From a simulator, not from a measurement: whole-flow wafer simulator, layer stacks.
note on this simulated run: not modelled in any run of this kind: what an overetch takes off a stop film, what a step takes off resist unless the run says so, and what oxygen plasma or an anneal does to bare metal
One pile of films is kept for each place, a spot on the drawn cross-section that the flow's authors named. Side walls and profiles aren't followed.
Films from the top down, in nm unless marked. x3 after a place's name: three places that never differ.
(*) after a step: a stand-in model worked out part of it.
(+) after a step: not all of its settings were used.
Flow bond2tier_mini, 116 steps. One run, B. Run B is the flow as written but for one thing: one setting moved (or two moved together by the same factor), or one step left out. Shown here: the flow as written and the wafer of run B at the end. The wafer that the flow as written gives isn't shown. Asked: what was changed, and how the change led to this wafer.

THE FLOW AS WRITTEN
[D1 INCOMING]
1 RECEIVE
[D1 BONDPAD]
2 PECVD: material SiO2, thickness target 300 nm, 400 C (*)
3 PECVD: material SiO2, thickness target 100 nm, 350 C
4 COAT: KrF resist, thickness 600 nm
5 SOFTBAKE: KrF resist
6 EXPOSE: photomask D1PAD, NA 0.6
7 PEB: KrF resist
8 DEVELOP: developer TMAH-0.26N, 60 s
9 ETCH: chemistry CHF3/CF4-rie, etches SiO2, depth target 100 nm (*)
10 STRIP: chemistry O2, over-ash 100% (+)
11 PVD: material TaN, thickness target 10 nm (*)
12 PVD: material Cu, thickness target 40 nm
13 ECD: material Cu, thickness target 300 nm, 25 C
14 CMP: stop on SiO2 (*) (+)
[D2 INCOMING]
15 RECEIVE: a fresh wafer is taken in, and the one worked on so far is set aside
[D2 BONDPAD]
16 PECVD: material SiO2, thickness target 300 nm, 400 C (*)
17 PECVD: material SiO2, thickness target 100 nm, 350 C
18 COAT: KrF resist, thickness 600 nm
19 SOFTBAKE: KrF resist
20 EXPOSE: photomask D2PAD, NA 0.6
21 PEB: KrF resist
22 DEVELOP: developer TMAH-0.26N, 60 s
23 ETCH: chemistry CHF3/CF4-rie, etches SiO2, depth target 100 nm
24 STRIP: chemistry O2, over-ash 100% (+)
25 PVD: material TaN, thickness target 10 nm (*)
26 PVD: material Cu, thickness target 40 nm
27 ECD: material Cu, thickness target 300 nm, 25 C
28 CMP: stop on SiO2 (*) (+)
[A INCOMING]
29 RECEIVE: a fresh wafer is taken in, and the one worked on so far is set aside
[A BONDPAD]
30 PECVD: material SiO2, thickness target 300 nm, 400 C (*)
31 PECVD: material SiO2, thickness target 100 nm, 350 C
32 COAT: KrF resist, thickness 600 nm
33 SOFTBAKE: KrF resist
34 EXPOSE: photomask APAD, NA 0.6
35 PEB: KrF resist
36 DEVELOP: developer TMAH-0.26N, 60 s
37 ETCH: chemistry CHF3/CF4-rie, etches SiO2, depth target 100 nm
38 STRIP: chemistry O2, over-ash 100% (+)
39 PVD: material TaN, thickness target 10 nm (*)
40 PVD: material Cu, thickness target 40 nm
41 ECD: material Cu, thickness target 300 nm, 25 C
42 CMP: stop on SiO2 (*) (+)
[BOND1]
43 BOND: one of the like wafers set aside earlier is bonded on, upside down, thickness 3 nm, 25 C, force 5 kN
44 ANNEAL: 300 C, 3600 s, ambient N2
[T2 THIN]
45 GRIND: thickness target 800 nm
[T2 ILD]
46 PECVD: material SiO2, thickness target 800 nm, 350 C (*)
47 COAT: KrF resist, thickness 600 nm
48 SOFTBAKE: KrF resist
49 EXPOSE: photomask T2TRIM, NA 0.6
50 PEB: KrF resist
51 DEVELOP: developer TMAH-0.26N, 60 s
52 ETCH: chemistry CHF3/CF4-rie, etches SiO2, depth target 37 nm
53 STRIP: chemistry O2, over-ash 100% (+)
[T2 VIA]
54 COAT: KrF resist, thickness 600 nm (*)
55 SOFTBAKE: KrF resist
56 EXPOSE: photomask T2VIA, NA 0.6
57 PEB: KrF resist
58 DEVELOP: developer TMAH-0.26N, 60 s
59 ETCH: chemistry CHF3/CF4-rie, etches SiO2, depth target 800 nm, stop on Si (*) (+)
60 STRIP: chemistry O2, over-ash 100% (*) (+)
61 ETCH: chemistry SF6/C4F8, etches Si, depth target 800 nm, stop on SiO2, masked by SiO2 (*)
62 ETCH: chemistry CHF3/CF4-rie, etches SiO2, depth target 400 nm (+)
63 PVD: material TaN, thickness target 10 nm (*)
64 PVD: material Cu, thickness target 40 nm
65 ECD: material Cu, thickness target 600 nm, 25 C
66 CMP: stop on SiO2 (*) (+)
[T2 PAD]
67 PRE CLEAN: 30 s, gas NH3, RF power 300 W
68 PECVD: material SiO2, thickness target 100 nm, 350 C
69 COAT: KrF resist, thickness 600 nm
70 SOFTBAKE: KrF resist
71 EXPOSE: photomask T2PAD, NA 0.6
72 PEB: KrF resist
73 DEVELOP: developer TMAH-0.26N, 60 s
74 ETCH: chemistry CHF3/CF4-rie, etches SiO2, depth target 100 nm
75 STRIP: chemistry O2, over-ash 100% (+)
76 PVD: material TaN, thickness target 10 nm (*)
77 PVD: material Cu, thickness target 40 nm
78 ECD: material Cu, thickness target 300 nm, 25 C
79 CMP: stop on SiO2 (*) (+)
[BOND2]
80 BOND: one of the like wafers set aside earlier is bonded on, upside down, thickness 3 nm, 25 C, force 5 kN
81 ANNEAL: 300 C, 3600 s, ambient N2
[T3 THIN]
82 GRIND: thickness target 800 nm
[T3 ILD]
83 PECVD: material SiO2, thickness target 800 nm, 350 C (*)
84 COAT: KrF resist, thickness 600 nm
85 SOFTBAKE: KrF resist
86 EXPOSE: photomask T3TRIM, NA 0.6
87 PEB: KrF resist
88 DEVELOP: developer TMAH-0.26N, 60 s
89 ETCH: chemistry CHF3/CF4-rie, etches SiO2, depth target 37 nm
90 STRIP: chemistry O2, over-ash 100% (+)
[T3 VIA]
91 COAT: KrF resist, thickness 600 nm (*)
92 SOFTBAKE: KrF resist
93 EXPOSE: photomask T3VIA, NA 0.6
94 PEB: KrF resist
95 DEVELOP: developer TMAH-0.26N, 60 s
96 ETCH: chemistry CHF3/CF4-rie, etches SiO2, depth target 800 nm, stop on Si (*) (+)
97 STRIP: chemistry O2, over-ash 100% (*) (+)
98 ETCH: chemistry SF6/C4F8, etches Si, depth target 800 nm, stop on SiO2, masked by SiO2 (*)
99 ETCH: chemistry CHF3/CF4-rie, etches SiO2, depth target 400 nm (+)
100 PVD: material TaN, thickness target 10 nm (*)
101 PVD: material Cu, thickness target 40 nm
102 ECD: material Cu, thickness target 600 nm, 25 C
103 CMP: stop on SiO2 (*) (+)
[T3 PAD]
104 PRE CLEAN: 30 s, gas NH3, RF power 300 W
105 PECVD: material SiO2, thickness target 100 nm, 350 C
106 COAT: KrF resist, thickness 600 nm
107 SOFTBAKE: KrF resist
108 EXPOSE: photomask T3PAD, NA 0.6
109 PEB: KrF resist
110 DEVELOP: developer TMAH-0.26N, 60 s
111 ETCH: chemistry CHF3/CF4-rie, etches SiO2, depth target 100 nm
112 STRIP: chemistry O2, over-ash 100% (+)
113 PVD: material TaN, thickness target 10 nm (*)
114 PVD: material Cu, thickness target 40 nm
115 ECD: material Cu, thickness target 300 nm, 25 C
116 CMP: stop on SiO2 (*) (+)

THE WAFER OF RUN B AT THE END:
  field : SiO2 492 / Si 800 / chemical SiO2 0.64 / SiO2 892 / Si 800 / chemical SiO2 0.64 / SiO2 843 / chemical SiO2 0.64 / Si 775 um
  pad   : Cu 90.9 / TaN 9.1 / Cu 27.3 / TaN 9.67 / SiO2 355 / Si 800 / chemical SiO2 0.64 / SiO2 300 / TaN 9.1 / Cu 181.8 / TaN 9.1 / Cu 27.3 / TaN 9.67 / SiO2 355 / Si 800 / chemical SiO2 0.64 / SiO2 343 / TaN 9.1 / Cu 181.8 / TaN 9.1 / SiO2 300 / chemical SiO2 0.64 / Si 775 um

The cause: step 3, PECVD: thickness target 143 nm was run, where the flow has thickness target 100 nm.

How the change led to this, step by step:
  3 PECVD: material SiO2, thickness target 100 nm, 350 C
      field, pad, via: SiO2 +143 (as written it would be: SiO2 +100)
  43 BOND: one of the like wafers set aside earlier is bonded on, upside down, thickness 3 nm, 25 C, force 5 kN
      field: Si +775 um (new film), chemical SiO2 +0.64 (new film), SiO2 +443 (as written it would be: Si +775 um (new film), chemical SiO2 +0.64 (new film), SiO2 +400)
      pad: Si +775 um (new film), chemical SiO2 +0.64 (new film), SiO2 +343 (new film), TaN +9.1 (new film), Cu +90.9 (as written it would be: Si +775 um (new film), chemical SiO2 +0.64 (new film), SiO2 +300 (new film), TaN +9.1 (new film), Cu +90.9)
      (and at 1 more place)
